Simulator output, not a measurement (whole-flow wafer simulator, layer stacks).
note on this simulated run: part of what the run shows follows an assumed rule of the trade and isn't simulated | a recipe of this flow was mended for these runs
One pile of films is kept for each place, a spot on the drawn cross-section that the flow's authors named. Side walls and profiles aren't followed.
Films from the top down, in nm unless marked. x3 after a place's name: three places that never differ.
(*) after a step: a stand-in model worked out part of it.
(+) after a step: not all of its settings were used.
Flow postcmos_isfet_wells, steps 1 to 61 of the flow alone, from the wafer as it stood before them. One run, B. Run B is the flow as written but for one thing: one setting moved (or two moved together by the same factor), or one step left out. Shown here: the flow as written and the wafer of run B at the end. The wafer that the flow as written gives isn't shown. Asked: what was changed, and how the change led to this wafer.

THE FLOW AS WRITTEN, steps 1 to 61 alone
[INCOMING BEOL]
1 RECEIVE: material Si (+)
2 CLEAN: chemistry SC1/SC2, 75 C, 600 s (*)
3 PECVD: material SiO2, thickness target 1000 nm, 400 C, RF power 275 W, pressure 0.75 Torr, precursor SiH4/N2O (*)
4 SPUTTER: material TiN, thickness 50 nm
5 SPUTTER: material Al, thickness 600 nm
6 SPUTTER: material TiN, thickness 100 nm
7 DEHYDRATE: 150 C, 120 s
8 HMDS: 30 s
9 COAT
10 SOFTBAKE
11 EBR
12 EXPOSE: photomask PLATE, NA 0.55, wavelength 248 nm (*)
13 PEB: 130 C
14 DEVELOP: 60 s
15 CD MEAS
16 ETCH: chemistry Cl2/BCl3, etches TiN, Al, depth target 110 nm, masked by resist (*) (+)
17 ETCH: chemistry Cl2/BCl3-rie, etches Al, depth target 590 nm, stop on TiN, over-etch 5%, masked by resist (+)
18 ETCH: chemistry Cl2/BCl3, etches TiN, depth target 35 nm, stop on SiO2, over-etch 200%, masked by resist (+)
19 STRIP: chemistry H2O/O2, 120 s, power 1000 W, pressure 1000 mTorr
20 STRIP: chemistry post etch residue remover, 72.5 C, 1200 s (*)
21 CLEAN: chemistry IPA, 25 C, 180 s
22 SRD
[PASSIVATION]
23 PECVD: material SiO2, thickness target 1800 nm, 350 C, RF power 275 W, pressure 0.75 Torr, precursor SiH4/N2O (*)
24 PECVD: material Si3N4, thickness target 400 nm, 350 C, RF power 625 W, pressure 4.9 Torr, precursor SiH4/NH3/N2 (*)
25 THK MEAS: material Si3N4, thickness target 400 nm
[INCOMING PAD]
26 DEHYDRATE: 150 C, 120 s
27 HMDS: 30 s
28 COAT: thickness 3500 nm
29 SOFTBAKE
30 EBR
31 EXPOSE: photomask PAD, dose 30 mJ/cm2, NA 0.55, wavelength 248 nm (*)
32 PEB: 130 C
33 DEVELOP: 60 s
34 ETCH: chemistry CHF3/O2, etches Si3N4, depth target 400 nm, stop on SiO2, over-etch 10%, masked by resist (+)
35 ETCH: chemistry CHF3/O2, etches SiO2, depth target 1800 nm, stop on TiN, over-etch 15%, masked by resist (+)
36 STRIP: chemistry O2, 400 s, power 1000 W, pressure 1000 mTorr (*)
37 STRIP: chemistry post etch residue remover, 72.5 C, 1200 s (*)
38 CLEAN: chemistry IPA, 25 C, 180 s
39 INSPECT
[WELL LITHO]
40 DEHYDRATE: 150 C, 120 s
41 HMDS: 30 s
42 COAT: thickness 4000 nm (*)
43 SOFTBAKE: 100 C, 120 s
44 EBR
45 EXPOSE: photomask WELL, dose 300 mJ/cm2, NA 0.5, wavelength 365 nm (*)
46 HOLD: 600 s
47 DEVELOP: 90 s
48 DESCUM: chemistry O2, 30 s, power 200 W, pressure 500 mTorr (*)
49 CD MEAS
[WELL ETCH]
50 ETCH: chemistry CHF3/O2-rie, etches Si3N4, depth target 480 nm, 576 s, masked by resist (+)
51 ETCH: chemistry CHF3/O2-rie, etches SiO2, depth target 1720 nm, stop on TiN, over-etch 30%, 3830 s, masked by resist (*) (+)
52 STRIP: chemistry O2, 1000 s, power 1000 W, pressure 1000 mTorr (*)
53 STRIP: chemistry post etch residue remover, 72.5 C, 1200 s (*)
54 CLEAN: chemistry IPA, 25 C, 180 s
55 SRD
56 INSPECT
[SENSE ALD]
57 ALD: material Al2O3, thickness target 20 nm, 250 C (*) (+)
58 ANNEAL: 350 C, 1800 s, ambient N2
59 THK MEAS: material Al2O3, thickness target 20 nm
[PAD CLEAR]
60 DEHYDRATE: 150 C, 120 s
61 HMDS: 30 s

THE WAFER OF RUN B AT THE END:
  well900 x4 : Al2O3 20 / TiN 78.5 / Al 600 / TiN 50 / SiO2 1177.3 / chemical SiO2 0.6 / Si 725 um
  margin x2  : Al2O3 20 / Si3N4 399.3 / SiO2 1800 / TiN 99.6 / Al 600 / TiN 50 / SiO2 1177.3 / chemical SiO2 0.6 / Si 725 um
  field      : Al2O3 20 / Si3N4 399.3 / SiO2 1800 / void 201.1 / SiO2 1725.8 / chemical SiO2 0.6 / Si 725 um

The cause: step 3, PECVD: RF power 399 W was run, where the flow has RF power 275 W.

How the change led to this, step by step:
  3 PECVD: material SiO2, thickness target 1000 nm, 400 C, RF power 275 W, pressure 0.75 Torr, precursor SiH4/N2O (*)
      field, margin x2, well900 x4, pad_clr, pad_open: SiO2 +1177.3 (new film) (as written it would be: SiO2 +1000 (new film))
